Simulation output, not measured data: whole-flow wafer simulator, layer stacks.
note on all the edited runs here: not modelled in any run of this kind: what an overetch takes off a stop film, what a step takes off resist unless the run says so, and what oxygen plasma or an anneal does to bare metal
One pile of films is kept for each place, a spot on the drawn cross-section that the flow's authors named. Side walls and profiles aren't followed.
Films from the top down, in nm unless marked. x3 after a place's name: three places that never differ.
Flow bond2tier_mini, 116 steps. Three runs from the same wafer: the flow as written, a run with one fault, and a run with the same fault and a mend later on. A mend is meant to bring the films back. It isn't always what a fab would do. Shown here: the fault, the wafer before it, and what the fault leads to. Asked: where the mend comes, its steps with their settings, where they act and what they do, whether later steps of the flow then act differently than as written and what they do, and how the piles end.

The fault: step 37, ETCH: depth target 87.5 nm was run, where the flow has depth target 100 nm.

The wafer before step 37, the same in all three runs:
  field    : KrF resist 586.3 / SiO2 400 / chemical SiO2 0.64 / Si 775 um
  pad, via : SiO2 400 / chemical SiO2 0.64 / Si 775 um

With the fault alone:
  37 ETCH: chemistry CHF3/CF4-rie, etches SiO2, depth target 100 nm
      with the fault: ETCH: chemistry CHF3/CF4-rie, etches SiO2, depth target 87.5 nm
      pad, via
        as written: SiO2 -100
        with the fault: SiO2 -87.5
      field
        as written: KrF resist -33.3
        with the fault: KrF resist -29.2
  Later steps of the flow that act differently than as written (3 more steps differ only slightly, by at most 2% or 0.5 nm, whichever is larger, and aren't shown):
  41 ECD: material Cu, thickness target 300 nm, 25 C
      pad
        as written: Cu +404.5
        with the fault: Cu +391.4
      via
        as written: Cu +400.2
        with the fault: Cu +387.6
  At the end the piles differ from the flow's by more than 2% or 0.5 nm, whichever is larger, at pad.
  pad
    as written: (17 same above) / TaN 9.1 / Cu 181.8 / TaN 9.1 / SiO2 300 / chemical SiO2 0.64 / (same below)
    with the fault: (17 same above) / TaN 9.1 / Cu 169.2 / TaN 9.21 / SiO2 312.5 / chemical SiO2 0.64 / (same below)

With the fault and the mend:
  The mend comes after step 37.
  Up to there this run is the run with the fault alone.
  37a ETCH: chemistry CHF3/CF4-rie, etches SiO2, depth target 12.5 nm (the flow's step 37 once more, with other settings)
      pad, via
        SiO2 -12.5
      field
        KrF resist -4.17
  No later step of the flow acts differently than as written at any place that is followed.
  At the end the piles are the same as the flow's at every place that both follow.
